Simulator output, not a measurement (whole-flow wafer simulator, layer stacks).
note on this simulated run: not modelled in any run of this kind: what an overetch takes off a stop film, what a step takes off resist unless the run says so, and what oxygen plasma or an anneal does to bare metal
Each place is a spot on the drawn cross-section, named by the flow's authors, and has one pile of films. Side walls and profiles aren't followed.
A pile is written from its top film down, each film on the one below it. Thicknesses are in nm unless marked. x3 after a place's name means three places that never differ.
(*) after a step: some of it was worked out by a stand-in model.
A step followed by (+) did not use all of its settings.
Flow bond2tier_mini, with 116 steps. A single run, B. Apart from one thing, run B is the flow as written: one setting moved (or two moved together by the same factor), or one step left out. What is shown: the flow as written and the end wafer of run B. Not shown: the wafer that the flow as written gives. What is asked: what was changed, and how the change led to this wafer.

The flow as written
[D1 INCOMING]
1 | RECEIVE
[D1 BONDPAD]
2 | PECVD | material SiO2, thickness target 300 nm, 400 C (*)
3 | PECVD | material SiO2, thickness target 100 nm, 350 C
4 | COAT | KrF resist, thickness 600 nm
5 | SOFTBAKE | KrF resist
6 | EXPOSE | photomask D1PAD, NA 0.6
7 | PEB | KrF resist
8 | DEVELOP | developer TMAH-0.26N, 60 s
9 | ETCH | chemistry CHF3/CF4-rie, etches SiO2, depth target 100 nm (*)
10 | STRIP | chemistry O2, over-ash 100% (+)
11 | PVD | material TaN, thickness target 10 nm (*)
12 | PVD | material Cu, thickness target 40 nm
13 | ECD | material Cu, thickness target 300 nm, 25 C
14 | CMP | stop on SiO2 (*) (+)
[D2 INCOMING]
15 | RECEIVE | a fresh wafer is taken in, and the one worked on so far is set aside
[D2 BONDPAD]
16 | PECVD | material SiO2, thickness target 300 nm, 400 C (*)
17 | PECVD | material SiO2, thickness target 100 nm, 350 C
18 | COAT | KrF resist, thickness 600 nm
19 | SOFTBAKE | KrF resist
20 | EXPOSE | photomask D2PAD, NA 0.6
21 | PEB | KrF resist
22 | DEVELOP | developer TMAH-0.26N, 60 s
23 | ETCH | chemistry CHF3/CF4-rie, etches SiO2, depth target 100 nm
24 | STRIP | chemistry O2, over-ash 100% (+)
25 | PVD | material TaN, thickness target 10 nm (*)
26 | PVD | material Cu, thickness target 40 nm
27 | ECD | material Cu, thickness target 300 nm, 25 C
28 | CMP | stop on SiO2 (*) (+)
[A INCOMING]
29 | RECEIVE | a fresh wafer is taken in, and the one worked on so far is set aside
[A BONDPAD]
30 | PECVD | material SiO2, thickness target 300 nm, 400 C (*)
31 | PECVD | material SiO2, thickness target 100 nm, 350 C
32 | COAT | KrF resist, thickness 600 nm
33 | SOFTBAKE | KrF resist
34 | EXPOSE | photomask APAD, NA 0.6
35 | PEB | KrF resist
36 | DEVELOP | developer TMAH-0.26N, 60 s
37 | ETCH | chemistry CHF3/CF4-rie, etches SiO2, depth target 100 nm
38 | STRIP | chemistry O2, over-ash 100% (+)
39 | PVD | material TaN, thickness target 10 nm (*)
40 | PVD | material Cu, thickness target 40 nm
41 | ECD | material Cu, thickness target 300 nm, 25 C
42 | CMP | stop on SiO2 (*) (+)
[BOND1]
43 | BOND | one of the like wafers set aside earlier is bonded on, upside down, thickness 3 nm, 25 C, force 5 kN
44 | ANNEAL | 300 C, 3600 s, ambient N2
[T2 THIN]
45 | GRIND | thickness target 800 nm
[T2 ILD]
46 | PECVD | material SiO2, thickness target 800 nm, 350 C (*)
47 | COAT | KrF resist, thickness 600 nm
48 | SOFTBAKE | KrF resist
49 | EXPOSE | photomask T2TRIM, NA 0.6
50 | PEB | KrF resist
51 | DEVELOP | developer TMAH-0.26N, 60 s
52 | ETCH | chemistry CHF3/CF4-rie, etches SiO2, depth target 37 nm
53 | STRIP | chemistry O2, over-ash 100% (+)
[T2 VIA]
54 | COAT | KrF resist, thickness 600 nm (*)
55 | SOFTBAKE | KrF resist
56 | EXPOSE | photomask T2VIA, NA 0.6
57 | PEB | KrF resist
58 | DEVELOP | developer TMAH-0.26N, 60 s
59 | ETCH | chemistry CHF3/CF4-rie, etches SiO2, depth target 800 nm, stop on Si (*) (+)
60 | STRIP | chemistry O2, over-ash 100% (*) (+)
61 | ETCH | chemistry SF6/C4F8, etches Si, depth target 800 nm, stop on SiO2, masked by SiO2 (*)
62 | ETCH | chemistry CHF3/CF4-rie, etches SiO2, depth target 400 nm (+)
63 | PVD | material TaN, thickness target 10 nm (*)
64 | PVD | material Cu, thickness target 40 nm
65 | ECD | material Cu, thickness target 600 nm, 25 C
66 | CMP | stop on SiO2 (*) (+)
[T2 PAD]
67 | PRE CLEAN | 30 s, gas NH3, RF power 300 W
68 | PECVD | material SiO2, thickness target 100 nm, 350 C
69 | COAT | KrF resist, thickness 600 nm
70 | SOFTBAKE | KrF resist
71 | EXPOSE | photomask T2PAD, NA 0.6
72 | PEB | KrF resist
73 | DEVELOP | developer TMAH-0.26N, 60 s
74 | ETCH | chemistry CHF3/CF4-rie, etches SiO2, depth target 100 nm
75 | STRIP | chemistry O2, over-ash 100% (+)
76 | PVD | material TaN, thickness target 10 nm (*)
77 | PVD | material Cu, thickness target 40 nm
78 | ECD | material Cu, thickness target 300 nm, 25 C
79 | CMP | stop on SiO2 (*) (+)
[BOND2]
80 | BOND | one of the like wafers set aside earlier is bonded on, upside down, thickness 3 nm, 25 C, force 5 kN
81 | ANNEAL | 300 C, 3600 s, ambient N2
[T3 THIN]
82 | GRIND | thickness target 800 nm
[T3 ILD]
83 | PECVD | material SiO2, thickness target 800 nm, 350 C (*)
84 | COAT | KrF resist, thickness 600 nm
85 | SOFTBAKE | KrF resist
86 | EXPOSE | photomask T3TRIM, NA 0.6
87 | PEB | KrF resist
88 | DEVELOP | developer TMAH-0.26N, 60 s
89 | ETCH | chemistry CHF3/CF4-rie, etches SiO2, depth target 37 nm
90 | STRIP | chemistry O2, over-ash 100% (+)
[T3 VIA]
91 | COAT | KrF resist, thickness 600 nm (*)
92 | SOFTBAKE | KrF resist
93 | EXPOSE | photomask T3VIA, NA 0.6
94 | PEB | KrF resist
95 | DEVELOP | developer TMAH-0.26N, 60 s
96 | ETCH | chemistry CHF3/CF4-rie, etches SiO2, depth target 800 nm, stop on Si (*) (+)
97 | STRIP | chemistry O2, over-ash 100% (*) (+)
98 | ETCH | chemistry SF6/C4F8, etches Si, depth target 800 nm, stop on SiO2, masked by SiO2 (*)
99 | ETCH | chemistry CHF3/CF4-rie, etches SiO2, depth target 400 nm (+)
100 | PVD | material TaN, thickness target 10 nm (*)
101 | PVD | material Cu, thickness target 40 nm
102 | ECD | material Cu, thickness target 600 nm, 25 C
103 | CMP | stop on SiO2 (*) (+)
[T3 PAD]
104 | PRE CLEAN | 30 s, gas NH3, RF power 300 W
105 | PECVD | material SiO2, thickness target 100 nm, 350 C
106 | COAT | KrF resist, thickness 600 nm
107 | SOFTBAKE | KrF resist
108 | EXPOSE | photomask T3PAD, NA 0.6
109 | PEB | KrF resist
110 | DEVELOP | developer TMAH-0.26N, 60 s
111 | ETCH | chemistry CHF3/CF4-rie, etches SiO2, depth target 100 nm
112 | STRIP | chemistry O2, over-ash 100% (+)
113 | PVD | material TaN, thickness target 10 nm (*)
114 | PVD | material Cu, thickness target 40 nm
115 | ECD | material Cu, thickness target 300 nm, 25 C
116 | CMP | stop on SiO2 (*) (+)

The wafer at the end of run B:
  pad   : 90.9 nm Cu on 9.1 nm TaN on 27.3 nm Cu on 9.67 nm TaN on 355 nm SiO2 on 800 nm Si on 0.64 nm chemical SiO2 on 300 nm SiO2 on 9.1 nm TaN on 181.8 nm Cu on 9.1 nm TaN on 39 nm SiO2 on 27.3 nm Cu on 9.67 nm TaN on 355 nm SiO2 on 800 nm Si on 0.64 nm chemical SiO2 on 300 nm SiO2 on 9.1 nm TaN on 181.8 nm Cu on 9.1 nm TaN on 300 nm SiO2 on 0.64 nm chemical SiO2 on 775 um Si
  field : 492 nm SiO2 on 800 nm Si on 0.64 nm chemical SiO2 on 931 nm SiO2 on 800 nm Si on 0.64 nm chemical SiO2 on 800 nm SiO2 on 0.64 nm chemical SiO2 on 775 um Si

The reason: step 68, PECVD: thickness target 139 nm was run, though the flow has thickness target 100 nm.

Step by step, how the change led to this:
  68 | PECVD | material SiO2, thickness target 100 nm, 350 C
      field: SiO2 gains 139 (it would be, as written: SiO2 gains 100)
      pad: SiO2 gains 139 (new film) (it would be, as written: SiO2 gains 100 (new film))
  74 | ETCH | chemistry CHF3/CF4-rie, etches SiO2, depth target 100 nm
      pad: SiO2 loses 100 (it would be, as written: SiO2 loses 100 (all of it))
If metal films that touch count as one body, pad has 4 bodies (between them, from the top down: SiO2 355 / Si 800 / chemical SiO2 0.64 / SiO2 300; SiO2 39; SiO2 355 / Si 800 / chemical SiO2 0.64 / SiO2 300); the flow as written gives 3 bodies (between them, from the top down: SiO2 355 / Si 800 / chemical SiO2 0.64 / SiO2 300; SiO2 355 / Si 800 / chemical SiO2 0.64 / SiO2 300).
